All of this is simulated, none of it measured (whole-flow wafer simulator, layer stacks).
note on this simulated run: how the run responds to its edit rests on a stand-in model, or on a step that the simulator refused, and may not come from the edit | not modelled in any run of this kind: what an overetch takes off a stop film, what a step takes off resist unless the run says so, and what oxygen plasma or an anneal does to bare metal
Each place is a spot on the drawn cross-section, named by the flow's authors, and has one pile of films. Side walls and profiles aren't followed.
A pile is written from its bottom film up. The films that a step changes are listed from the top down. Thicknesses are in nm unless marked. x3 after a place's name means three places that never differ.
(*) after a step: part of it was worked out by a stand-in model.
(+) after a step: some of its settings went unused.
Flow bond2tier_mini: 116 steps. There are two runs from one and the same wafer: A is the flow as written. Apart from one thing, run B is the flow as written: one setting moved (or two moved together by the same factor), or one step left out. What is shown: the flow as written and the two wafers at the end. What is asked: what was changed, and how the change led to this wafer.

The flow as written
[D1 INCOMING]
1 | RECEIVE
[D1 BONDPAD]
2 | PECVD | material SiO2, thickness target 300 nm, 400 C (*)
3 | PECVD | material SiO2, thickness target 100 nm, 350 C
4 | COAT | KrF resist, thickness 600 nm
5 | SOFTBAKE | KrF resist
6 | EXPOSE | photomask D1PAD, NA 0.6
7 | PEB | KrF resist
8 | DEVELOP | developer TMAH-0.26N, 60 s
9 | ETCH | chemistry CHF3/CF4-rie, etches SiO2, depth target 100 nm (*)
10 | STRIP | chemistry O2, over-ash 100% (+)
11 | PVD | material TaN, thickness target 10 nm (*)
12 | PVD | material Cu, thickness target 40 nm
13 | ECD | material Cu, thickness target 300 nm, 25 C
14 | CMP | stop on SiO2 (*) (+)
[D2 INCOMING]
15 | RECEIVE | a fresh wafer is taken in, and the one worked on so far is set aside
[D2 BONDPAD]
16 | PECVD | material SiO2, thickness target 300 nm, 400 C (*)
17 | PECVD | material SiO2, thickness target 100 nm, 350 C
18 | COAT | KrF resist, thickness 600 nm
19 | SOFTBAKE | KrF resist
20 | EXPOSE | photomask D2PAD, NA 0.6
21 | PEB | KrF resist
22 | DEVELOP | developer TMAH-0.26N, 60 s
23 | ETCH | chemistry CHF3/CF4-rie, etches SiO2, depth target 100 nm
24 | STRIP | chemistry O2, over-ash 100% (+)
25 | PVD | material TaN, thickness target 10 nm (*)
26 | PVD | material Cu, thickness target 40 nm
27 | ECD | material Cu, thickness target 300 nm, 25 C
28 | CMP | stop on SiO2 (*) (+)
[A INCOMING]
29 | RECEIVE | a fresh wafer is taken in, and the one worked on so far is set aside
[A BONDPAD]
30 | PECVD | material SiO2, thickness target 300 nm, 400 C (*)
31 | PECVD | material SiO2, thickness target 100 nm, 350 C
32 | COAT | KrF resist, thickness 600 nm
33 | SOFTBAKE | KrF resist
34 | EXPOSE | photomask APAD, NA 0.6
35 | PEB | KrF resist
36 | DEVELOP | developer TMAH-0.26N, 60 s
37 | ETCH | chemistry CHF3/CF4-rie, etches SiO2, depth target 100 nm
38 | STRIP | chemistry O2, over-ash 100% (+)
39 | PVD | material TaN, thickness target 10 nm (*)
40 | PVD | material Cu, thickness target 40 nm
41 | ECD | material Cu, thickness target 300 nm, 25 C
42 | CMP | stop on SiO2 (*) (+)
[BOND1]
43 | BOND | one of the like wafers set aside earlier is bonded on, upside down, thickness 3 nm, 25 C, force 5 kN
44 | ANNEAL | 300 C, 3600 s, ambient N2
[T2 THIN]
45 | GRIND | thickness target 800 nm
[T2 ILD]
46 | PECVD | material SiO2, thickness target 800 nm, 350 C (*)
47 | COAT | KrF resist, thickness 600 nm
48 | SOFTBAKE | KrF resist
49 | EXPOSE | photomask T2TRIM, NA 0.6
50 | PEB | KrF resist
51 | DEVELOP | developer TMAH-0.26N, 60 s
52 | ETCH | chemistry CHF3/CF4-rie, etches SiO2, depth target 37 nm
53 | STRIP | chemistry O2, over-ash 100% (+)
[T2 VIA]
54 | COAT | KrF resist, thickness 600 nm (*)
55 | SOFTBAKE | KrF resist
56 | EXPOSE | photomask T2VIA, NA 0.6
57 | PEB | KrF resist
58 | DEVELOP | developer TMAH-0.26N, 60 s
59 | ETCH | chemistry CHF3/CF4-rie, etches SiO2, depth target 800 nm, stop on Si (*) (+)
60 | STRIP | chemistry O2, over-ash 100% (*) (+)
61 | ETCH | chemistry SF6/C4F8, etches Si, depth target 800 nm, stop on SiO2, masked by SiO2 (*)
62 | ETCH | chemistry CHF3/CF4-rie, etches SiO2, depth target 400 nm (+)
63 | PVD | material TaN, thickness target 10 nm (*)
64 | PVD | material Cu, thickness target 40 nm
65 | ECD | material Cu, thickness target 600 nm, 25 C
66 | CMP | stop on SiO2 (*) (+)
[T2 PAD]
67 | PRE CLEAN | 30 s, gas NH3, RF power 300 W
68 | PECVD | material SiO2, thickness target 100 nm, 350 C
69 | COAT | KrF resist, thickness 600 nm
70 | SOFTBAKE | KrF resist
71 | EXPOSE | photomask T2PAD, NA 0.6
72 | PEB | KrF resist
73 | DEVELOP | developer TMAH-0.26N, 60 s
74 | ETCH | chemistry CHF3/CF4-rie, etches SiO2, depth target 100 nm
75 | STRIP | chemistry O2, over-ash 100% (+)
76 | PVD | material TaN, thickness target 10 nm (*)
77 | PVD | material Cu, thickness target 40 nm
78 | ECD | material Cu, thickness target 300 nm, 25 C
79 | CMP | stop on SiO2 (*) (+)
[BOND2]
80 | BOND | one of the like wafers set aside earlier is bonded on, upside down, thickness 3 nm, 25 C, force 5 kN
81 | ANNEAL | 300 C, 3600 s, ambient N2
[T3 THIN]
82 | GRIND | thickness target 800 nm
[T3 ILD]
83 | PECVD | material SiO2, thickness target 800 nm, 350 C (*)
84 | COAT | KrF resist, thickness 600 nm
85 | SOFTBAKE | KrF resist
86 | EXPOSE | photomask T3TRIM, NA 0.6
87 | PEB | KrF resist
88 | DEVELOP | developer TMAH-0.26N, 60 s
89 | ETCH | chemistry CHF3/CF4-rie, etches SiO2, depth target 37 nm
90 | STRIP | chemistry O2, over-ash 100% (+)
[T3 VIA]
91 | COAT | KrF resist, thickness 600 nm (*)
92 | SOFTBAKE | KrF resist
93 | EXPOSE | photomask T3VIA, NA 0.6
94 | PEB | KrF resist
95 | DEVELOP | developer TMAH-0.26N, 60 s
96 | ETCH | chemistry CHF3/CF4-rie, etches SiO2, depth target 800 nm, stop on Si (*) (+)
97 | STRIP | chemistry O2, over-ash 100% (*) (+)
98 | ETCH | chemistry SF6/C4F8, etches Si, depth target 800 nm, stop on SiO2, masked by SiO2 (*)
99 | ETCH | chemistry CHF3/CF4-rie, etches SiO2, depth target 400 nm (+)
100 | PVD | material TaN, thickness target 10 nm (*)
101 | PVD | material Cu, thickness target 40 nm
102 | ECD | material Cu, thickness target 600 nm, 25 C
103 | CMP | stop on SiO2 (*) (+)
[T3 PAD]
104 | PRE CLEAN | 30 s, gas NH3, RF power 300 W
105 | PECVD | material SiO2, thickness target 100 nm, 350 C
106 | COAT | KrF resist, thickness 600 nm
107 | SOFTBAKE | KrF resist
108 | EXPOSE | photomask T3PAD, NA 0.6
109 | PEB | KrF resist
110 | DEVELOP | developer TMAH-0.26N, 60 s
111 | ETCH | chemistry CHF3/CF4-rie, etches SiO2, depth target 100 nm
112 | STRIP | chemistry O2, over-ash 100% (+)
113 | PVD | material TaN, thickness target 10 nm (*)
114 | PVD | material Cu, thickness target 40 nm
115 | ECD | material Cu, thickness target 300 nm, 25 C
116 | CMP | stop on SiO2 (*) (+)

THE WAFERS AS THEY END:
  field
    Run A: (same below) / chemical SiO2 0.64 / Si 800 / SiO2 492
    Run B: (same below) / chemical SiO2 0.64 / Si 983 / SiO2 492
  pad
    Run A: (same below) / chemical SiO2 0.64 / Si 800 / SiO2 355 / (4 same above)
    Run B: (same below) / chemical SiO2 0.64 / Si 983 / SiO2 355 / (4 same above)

The reason: step 82, GRIND: thickness target 983 nm was run, whereas the flow has thickness target 800 nm.
The wafer itself shows it: field has Si 983, and step 82 as written asks for 800 nm.

How this came from the change, step by step:
  82 | GRIND | thickness target 800 nm
      field, pad: A Si loses 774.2 um | B Si loses 774.02 um
